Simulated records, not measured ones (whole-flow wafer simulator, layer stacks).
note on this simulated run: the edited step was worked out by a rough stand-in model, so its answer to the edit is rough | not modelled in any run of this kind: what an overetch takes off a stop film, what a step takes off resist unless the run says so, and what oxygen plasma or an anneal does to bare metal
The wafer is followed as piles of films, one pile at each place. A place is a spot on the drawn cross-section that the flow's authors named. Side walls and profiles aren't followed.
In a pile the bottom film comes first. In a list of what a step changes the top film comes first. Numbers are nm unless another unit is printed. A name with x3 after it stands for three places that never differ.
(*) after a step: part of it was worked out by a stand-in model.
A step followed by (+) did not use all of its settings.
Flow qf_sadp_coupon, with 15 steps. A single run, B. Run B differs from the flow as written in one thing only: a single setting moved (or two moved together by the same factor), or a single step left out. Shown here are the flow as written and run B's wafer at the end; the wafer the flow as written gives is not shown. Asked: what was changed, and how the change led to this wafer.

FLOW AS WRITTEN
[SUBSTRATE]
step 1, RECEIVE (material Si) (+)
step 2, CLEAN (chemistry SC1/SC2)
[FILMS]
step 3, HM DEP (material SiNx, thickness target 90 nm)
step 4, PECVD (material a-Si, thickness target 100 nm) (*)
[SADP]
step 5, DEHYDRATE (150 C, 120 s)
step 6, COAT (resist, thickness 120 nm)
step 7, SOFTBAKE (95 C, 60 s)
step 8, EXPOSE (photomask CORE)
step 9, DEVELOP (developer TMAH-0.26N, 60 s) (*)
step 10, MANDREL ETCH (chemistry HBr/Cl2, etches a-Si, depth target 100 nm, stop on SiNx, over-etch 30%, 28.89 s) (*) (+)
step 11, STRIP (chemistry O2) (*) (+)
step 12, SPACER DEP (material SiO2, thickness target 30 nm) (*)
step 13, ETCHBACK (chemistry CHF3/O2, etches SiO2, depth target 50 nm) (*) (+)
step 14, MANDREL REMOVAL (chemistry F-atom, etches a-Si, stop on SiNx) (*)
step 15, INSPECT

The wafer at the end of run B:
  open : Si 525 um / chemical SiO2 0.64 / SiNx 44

What caused this: step 13, ETCHBACK: depth target 73.8 nm was run, while the flow as written has depth target 50 nm.

The path from the change to this, step by step:
  step 13, ETCHBACK (chemistry CHF3/O2, etches SiO2, depth target 50 nm) (*) (+)
      m: -30 SiO2 (all of it), -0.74 chemical SiO2 (all of it), -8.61 a-Si (it would be, as written: -30 SiO2 (all of it), -0.74 chemical SiO2 (all of it), -3.85 a-Si)
      open: -30 SiO2 (all of it), -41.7 SiNx (it would be, as written: -30 SiO2 (all of it), -19 SiNx)
  step 14, MANDREL REMOVAL (chemistry F-atom, etches a-Si, stop on SiNx) (*)
      m: -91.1 a-Si (all of it) (it would be, as written: -95.8 a-Si (all of it))
